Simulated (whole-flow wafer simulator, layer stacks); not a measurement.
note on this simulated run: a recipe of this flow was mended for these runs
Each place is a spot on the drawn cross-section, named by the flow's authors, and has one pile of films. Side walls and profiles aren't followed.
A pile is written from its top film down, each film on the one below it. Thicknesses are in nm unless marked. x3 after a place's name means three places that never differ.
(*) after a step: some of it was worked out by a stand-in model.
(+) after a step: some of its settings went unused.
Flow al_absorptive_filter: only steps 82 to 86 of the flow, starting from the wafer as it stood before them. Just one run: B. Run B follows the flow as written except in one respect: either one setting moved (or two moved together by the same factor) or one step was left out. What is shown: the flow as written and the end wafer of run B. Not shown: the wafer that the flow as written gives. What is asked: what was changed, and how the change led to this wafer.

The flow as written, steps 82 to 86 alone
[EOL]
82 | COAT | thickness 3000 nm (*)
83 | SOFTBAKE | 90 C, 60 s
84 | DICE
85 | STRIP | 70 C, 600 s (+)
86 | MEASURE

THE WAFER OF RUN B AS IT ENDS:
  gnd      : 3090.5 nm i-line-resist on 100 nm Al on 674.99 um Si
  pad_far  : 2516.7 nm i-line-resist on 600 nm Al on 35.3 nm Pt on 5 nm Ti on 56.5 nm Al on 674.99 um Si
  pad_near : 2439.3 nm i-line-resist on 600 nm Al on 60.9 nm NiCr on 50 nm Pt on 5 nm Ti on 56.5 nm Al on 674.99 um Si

Cause: step 85, STRIP: 70 C, 600 s (+), was not run.

Step by step, how the change led to this:
  (no step that both runs have acts differently)
